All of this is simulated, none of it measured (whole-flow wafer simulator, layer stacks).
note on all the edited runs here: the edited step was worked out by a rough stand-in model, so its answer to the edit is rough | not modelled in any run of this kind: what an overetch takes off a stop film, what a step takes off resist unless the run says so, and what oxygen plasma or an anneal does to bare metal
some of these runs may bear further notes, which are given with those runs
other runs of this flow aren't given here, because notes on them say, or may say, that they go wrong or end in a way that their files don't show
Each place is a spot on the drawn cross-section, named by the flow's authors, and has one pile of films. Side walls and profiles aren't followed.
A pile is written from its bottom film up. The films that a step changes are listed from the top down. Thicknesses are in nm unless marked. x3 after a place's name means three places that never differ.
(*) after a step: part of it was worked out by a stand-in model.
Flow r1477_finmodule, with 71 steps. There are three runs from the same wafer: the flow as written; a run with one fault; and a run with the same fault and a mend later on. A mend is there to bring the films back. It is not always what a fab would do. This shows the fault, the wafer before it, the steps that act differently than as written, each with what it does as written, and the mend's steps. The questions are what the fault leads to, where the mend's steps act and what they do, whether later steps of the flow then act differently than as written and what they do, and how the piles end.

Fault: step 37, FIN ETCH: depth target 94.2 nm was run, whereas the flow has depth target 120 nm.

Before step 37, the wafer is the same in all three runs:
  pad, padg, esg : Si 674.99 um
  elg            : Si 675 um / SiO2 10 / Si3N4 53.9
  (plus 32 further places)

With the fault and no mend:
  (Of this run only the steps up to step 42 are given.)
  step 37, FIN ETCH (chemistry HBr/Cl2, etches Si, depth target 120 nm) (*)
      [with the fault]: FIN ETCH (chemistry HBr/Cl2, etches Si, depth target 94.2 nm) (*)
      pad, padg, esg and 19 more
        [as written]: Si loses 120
        [with the fault]: Si loses 94.2
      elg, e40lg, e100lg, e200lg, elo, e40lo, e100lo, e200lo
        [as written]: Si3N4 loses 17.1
        [with the fault]: Si3N4 loses 13.5
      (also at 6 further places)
  None of the later steps of the flow up to step 42 acts differently than as written at any place that is followed.
  The piles after step 42 differ from the flow's at elg, e40lg, e100lg and 11 more by more than 2% or 0.5 nm, whichever is larger.
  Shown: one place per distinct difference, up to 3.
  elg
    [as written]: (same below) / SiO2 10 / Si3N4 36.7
    [with the fault]: (same below) / SiO2 10 / Si3N4 40.4
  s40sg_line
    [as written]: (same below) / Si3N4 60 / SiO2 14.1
    [with the fault]: (same below) / Si3N4 60 / SiO2 16.1

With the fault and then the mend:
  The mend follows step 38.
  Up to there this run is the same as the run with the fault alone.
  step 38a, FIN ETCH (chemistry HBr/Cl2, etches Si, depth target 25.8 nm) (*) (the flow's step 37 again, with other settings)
      pad, padg, esg and 19 more
        Si loses 25.8
      elg, e40lg, e100lg, e200lg, elo, e40lo, e100lo, e200lo
        Si3N4 loses 3.69
      s40sg_line, s45sg_line, s50sg_line, s40so_line, s45so_line, s50so_line
        SiO2 loses 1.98
  None of the later steps of the flow acts differently than as written at any place that is followed.
  By the end, the piles equal the flow's at every place that both follow.
